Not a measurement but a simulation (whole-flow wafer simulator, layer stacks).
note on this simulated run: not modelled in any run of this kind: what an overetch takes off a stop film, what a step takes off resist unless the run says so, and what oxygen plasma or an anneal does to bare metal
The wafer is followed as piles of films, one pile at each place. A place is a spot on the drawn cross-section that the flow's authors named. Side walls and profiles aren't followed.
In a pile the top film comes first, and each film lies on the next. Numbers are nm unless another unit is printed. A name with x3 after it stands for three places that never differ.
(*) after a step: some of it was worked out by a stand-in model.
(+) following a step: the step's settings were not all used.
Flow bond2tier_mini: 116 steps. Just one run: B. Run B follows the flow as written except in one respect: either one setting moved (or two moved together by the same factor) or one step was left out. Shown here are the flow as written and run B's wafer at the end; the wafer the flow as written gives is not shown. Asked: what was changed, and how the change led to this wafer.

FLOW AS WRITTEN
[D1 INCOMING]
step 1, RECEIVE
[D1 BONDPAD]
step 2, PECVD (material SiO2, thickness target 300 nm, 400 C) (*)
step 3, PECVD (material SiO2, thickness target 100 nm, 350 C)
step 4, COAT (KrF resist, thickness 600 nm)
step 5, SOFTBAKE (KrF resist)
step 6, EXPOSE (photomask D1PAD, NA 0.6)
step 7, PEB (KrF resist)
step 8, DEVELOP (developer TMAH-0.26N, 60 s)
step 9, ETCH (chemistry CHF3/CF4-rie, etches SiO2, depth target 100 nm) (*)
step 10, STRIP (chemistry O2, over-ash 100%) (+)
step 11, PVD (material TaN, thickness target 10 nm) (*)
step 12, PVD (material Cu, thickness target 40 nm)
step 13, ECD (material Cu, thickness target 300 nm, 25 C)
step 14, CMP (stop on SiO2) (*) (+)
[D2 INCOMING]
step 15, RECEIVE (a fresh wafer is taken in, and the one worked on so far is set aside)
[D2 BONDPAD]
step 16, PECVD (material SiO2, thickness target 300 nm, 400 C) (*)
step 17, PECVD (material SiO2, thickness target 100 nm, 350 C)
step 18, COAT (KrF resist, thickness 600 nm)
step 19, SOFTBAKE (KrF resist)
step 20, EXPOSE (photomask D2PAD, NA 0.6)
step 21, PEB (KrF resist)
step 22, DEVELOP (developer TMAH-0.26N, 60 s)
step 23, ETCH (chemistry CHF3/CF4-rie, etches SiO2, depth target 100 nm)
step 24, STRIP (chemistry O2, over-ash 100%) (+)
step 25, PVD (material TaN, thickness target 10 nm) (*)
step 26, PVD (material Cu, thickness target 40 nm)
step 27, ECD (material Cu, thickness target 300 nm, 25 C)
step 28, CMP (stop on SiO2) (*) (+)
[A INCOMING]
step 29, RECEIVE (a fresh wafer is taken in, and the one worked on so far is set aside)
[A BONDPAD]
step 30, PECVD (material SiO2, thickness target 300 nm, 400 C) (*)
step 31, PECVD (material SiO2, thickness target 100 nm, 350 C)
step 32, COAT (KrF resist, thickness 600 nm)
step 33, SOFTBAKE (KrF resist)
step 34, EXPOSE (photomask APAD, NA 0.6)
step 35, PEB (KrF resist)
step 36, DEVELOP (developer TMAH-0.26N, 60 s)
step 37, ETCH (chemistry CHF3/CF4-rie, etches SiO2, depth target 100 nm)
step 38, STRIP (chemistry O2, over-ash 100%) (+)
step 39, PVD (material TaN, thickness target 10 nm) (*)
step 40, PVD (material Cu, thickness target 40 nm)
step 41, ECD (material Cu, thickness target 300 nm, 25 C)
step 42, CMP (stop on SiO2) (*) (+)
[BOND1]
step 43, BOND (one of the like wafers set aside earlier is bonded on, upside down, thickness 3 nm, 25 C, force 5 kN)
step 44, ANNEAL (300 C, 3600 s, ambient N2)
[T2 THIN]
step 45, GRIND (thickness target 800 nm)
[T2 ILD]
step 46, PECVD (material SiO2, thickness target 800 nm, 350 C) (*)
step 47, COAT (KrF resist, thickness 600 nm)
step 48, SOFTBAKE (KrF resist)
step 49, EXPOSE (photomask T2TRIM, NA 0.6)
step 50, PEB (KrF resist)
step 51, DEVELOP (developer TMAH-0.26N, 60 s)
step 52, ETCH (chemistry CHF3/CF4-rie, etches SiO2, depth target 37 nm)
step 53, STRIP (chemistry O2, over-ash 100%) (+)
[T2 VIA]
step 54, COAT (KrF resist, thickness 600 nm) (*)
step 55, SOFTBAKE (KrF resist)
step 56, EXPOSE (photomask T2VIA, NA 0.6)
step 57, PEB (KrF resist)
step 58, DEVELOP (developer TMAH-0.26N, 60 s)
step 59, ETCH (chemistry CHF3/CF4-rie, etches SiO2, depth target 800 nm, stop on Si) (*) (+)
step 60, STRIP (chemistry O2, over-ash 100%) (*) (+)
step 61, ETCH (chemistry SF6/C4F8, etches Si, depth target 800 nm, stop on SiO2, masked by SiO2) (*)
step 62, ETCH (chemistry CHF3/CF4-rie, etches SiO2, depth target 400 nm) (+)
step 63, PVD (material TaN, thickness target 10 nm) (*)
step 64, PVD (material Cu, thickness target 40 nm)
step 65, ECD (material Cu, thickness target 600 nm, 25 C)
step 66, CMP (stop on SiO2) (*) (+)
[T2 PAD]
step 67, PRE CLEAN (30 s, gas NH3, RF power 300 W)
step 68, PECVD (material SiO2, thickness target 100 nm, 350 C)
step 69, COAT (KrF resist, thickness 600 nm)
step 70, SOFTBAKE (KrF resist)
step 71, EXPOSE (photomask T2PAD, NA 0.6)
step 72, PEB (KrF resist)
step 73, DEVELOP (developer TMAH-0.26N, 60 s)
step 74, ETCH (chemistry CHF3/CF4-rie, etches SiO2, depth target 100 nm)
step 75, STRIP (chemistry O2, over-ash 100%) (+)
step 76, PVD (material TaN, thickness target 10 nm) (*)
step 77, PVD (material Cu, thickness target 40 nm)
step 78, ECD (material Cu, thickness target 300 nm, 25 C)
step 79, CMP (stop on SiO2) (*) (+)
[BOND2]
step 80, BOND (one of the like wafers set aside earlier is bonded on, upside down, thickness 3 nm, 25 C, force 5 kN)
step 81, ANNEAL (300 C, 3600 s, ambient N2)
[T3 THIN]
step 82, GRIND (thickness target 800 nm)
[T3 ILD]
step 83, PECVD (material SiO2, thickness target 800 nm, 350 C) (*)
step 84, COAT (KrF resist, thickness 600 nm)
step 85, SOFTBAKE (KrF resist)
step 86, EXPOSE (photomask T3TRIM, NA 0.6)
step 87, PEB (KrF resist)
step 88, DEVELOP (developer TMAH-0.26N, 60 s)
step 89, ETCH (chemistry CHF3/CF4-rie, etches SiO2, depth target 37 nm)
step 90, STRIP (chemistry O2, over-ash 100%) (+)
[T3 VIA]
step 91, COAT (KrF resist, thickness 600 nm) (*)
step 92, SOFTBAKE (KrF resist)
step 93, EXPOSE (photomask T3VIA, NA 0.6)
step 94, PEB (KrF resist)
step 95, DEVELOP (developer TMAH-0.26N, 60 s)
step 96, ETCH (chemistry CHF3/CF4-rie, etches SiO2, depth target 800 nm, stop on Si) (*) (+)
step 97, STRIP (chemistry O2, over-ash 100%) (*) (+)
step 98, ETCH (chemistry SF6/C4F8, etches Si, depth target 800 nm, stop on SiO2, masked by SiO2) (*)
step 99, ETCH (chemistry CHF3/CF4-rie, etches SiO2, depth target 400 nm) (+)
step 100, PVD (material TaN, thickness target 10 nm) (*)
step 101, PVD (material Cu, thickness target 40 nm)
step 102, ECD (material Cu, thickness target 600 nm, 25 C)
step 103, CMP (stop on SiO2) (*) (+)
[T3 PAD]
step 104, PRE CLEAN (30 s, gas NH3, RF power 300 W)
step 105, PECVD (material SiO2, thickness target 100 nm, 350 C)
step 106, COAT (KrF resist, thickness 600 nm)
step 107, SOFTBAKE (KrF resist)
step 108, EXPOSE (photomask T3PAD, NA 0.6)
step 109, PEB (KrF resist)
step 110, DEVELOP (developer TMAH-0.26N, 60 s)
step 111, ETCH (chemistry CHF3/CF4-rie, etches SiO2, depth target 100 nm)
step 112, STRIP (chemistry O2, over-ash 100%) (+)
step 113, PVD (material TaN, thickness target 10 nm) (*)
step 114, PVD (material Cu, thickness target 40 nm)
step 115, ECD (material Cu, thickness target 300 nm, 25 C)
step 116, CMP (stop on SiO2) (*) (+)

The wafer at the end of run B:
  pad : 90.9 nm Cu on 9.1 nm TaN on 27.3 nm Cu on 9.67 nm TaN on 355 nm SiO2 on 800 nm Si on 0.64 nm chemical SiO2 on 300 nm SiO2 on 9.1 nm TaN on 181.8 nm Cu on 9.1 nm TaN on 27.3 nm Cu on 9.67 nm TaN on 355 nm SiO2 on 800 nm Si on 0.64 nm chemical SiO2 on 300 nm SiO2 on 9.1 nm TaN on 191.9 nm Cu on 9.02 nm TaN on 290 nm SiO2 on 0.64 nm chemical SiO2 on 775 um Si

What caused this: step 37, ETCH: depth target 110 nm was run, though the flow has depth target 100 nm.

The path from the change to this, step by step:
  step 37, ETCH (chemistry CHF3/CF4-rie, etches SiO2, depth target 100 nm)
      pad, via: -110 SiO2 (as written it would have been: -100 SiO2)
      field: -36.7 KrF resist (as written it would have been: -33.3 KrF resist)
  step 41, ECD (material Cu, thickness target 300 nm, 25 C)
      pad: +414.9 Cu (as written it would have been: +404.5 Cu)
      via: +410.2 Cu (as written it would have been: +400.2 Cu)
